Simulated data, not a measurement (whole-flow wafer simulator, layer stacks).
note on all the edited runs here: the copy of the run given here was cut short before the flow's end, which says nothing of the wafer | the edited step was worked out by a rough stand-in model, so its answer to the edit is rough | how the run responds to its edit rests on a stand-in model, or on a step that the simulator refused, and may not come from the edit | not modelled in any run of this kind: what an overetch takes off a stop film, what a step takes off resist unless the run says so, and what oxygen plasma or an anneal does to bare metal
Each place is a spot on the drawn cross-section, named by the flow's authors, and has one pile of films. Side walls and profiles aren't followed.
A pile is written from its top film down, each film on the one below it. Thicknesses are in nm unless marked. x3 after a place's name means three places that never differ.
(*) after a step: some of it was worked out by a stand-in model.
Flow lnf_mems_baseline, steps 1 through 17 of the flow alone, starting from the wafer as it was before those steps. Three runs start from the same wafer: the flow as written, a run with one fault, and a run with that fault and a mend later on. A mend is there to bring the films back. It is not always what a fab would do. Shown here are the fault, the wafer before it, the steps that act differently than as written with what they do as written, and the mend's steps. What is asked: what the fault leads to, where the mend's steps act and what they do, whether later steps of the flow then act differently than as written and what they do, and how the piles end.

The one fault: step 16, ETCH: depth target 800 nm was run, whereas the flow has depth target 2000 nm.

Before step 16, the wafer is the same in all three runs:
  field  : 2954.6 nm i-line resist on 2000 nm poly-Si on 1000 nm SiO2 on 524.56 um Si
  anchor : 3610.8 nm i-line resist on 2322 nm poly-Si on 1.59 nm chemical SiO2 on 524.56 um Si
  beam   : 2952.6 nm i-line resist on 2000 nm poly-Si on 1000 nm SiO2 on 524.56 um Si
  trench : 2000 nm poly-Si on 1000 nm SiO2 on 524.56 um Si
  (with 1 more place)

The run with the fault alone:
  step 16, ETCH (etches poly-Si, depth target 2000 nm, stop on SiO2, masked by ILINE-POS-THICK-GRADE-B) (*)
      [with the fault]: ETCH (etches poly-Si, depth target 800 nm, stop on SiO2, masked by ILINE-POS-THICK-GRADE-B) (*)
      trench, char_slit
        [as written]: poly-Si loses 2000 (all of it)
        [with the fault]: poly-Si loses 800
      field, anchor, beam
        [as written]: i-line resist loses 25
        [with the fault]: i-line resist loses 10
  Later steps of the flow acting differently than as written:
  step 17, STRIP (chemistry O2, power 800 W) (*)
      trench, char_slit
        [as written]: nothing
        [with the fault]: chemical SiO2 gains 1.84 (new film), poly-Si loses 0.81
  The piles end different from the flow's at trench, char_slit by more than 2% or 0.5 nm, whichever is larger.
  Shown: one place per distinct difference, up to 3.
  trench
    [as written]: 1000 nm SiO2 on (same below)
    [with the fault]: 1.84 nm chemical SiO2 on 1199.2 nm poly-Si on 1000 nm SiO2 on (same below)

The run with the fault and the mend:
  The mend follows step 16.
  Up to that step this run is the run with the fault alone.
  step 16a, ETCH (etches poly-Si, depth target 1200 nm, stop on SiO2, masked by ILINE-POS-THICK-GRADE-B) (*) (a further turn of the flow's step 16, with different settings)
      field, anchor, beam
        i-line resist loses 15
      trench, char_slit
        poly-Si loses 1200 (all of it)
  None of the later steps of the flow acts differently than as written at any place that is followed.
  At every place that both follow, the piles at the end match the flow's.
